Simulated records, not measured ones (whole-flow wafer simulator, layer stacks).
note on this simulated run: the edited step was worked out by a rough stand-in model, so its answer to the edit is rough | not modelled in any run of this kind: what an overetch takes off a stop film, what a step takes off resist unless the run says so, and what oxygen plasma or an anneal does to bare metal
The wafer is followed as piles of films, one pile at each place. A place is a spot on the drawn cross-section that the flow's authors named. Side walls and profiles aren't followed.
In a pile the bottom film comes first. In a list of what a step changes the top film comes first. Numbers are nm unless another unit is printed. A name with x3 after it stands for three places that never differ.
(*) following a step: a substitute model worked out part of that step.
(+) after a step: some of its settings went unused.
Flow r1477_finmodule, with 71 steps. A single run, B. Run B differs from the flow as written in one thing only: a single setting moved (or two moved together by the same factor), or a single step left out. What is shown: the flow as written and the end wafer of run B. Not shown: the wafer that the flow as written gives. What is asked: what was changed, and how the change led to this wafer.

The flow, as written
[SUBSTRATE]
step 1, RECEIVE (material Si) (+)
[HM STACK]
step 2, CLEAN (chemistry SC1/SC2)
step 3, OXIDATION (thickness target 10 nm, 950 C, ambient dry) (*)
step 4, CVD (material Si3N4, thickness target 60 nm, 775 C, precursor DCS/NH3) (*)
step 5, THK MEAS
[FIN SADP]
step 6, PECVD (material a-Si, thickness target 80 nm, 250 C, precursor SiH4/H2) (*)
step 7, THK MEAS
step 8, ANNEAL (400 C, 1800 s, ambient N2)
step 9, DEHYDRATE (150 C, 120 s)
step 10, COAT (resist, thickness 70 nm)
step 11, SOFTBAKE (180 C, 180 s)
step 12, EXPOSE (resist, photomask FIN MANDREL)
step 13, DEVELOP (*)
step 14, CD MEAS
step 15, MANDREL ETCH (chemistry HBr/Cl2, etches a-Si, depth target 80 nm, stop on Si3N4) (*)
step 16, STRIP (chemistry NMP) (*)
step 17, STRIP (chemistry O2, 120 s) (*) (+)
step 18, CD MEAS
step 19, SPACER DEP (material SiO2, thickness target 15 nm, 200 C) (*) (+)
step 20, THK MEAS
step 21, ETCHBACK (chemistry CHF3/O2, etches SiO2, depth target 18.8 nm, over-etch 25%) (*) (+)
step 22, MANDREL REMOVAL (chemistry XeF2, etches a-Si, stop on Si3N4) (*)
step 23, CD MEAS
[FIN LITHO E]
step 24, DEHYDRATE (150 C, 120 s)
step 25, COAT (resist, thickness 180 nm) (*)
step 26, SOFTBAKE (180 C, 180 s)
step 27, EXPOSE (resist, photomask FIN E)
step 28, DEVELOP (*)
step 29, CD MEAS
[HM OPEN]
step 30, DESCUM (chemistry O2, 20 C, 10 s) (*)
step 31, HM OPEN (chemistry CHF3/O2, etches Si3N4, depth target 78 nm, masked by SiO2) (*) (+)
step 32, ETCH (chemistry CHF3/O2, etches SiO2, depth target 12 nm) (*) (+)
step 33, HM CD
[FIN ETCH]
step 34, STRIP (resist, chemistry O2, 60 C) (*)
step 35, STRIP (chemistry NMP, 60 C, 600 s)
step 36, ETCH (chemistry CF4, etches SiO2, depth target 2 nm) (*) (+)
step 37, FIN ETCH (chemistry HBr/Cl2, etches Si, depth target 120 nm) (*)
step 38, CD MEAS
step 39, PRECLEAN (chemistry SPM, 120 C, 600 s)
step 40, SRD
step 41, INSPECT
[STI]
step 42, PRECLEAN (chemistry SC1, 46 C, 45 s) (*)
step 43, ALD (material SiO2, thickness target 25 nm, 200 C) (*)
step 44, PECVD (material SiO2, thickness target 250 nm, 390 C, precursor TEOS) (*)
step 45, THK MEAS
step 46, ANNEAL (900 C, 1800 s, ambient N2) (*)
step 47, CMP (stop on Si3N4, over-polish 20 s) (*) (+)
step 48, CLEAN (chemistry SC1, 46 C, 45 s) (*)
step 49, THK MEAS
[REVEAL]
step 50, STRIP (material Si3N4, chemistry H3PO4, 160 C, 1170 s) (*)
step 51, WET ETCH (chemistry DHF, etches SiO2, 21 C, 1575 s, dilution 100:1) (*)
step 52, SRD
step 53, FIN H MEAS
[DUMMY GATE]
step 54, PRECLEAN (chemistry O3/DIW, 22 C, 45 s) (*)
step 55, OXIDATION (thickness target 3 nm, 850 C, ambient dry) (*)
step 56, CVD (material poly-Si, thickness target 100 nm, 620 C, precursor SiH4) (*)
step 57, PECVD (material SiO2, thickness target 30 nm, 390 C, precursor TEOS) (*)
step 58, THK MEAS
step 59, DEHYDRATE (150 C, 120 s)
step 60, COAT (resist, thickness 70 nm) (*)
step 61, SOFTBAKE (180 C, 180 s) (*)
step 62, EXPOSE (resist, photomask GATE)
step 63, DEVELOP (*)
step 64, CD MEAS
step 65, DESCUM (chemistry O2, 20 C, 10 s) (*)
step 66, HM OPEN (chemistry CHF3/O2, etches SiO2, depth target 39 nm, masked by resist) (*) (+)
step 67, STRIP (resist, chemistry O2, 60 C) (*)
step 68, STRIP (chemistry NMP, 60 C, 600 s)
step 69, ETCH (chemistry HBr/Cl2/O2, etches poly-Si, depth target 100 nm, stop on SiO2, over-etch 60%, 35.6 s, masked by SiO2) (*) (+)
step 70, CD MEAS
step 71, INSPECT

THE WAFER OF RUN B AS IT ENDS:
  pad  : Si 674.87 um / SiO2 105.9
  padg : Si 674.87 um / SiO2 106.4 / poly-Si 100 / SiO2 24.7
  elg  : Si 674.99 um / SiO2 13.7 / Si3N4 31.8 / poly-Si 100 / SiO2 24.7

What caused this: step 3, OXIDATION: thickness target 13.7 nm was run, whereas the flow has thickness target 10 nm.
One can read it off the wafer: elg has SiO2 13.7, and step 3 as written asks for 10 nm.

Step by step, how the change led to this:
  step 3, OXIDATION (thickness target 10 nm, 950 C, ambient dry) (*)
      pad, padg, elg and 33 more: +13.7 SiO2 (new film), -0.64 chemical SiO2 (all of it), -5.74 Si (in the flow as written it would be: +10 SiO2 (new film), -0.64 chemical SiO2 (all of it), -4.12 Si)
  step 31, HM OPEN (chemistry CHF3/O2, etches Si3N4, depth target 78 nm, masked by SiO2) (*) (+)
      pad, padg, esg and 13 more: -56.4 Si3N4 (all of it), -10.8 SiO2 (in the flow as written it would be: -56.4 Si3N4 (all of it), -10 SiO2 (all of it))
  step 32, ETCH (chemistry CHF3/O2, etches SiO2, depth target 12 nm) (*) (+)
      pad, padg, e40sg and 11 more: -2.89 SiO2 (all of it), -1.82 Si (in the flow as written it would be: -2.4 Si)
      esg, eso: -2.89 SiO2 (all of it), -1.82 Si (in the flow as written it would be: -1.77 Si)
      (and at 6 other places as well)
  step 47, CMP (stop on Si3N4, over-polish 20 s) (*) (+)
      pad, padg, e40sg and 11 more: -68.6 SiO2 (in the flow as written it would be: -71.8 SiO2)
      eso: -68.6 SiO2 (in the flow as written it would be: -72.4 SiO2)
  step 51, WET ETCH (chemistry DHF, etches SiO2, 21 C, 1575 s, dilution 100:1) (*)
      s40sg_line, s45sg_line, s50sg_line, s40so_line, s45so_line, s50so_line: -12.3 SiO2 (all of it) (in the flow as written it would be: -8.63 SiO2 (all of it))
  step 56, CVD (material poly-Si, thickness target 100 nm, 620 C, precursor SiH4) (*)
      s40cg, s40co: +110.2 poly-Si (new film) (in the flow as written it would be: +113.9 poly-Si (new film))
      s45cg, s45co: +109.7 poly-Si (new film) (in the flow as written it would be: +113.4 poly-Si (new film))
      (and at 2 other places as well)
  step 60, COAT (resist, thickness 70 nm) (*)
      s40sg, s40so: +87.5 resist (new film) (in the flow as written it would be: +91 resist (new film))
      s45sg, s45so: +87.4 resist (new film) (in the flow as written it would be: +91 resist (new film))
      (and at 2 other places as well)
  step 63, DEVELOP (*)
      s40so: -87.5 resist (all of it) (in the flow as written it would be: -91 resist (all of it))
      s45so: -87.4 resist (all of it) (in the flow as written it would be: -91 resist (all of it))
      (and at 1 other place as well)
  step 67, STRIP (resist, chemistry O2, 60 C) (*)
      s40sg: -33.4 resist (all of it) (in the flow as written it would be: -36.9 resist (all of it))
      s45sg: -33.3 resist (all of it) (in the flow as written it would be: -36.9 resist (all of it))
      (and at 1 other place as well)
  step 69, ETCH (chemistry HBr/Cl2/O2, etches poly-Si, depth target 100 nm, stop on SiO2, over-etch 60%, 35.6 s, masked by SiO2) (*) (+)
      s40co: -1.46 chemical SiO2 (all of it), -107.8 poly-Si (all of it), -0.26 SiO2 (in the flow as written it would be: -1.46 chemical SiO2 (all of it), -111.5 poly-Si (all of it), -0.24 SiO2)
      s45co: -1.46 chemical SiO2 (all of it), -107.2 poly-Si (all of it), -0.26 SiO2 (in the flow as written it would be: -1.46 chemical SiO2 (all of it), -110.9 poly-Si (all of it), -0.25 SiO2)
      (and at 1 other place as well)
